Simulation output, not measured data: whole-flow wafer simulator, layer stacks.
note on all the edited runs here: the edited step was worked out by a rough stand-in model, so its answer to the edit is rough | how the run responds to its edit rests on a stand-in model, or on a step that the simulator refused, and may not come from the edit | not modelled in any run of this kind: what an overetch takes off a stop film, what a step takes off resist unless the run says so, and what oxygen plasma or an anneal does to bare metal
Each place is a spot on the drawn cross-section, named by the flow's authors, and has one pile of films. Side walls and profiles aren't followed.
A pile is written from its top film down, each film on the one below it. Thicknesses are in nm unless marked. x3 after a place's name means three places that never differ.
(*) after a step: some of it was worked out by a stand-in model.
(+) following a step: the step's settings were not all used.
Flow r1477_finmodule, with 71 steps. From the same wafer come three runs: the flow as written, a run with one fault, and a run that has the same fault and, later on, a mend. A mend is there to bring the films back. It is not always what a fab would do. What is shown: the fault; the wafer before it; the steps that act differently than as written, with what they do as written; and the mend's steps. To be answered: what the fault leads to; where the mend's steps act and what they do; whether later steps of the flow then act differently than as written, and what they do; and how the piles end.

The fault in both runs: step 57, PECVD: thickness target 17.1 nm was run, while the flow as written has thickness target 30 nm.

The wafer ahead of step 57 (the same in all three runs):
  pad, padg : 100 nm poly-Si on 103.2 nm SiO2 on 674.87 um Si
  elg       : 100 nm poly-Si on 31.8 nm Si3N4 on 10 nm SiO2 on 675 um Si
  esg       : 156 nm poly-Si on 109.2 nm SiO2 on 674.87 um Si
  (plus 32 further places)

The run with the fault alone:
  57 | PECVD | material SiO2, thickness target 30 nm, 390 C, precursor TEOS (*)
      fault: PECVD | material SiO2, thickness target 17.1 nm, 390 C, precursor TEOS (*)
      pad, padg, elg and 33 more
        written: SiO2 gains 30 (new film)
        fault: SiO2 gains 17.1 (new film)
  Steps further on in the flow that do not act as written (not shown: 3 more steps that differ only slightly, by at most 2% or 0.5 nm, whichever is larger):
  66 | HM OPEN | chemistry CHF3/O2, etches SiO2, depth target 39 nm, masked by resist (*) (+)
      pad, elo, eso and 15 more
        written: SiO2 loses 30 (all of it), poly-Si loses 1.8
        fault: SiO2 loses 17.1 (all of it), poly-Si loses 1.71
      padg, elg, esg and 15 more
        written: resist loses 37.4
        fault: resist loses 24.6
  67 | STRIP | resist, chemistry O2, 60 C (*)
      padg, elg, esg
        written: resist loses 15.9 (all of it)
        fault: resist loses 28.7 (all of it)
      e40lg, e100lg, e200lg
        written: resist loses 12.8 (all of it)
        fault: resist loses 25.6 (all of it)
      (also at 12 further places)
  At padg, elg, esg and 15 more, the piles at the end differ from the flow's by more than 2% or 0.5 nm, whichever is larger.
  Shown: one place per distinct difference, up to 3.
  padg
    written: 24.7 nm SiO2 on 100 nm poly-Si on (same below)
    fault: 11.8 nm SiO2 on 100 nm poly-Si on (same below)
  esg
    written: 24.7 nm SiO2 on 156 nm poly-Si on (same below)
    fault: 11.8 nm SiO2 on 156 nm poly-Si on (same below)
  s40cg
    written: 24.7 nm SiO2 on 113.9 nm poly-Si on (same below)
    fault: 11.8 nm SiO2 on 113.9 nm poly-Si on (same below)

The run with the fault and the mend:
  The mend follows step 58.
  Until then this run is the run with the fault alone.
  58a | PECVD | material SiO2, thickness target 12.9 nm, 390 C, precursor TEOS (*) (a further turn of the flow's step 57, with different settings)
      pad, padg, elg and 33 more
        SiO2 gains 12.9
  Later steps of the flow that are run all act as written at every place that is followed.
  At every place that both follow, the piles at the end match the flow's.
